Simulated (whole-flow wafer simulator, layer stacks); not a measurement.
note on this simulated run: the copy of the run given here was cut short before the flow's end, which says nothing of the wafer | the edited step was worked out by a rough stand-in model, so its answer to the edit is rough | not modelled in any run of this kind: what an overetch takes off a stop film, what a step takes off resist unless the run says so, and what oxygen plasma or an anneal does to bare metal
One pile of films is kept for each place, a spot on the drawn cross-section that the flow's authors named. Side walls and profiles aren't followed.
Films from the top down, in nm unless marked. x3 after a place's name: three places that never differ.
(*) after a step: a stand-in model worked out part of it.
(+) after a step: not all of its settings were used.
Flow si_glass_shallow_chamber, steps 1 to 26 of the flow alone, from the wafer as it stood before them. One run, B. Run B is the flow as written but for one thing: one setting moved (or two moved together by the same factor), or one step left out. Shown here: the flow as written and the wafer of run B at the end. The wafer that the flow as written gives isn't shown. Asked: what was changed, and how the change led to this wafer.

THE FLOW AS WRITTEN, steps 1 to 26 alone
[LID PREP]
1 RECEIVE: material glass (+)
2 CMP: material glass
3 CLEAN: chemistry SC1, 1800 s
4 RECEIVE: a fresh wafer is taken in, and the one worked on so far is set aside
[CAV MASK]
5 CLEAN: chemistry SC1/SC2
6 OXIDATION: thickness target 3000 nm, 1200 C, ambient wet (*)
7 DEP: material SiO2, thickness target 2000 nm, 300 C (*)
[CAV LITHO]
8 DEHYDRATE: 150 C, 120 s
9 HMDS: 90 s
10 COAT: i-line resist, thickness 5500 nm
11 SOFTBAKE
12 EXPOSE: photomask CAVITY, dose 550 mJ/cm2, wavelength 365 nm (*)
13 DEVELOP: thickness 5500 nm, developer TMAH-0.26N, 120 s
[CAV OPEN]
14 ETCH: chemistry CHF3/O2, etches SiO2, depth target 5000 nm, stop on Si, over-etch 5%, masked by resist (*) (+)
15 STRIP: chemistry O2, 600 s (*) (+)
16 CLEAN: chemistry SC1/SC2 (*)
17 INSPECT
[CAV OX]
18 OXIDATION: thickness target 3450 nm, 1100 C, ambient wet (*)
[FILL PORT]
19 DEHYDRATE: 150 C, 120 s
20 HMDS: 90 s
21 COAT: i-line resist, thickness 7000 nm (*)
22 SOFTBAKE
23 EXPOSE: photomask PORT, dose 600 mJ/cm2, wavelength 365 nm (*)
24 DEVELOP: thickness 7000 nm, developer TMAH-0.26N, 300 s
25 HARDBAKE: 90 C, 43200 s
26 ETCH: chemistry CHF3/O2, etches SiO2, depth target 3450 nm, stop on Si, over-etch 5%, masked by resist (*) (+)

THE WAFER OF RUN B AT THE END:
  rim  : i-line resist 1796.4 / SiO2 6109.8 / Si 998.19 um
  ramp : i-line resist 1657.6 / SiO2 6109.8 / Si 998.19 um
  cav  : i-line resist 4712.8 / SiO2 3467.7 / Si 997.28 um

The cause: step 14, ETCH: depth target 4500 nm was run, where the flow has depth target 5000 nm.

How the change led to this, step by step:
  14 ETCH: chemistry CHF3/O2, etches SiO2, depth target 5000 nm, stop on Si, over-etch 5%, masked by resist (*) (+)
      cav, port: SiO2 -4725 (as written it would be: SiO2 -5000 (all of it), Si -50)
      rim, ramp, septum, ring: i-line resist -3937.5 (as written it would be: i-line resist -4375)
  15 STRIP: chemistry O2, 600 s (*) (+)
      cav, port: nothing (as written it would be: chemical SiO2 +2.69 (new film), Si -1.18)
      rim, ramp, septum, ring: i-line resist -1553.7 (all of it) (as written it would be: i-line resist -1116.2 (all of it))
  18 OXIDATION: thickness target 3450 nm, 1100 C, ambient wet (*)
      cav, port: SiO2 +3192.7, Si -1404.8 (as written it would be: SiO2 +3450 (new film), chemical SiO2 -2.69 (all of it), Si -1516.8)
  22 SOFTBAKE
      rim: i-line resist -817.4 (as written it would be: i-line resist -849)
      ramp: i-line resist -412.8 (as written it would be: i-line resist -434.5)
      (and at 3 more places)
  25 HARDBAKE: 90 C, 43200 s
      rim: i-line resist -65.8 (as written it would be: i-line resist -62.5)
      ramp: i-line resist -60.7 (as written it would be: i-line resist -57.1)
  26 ETCH: chemistry CHF3/O2, etches SiO2, depth target 3450 nm, stop on Si, over-etch 5%, masked by resist (*) (+)
      port: SiO2 -3467.7 (all of it), Si -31 (as written it would be: SiO2 -3450 (all of it), Si -34.5)
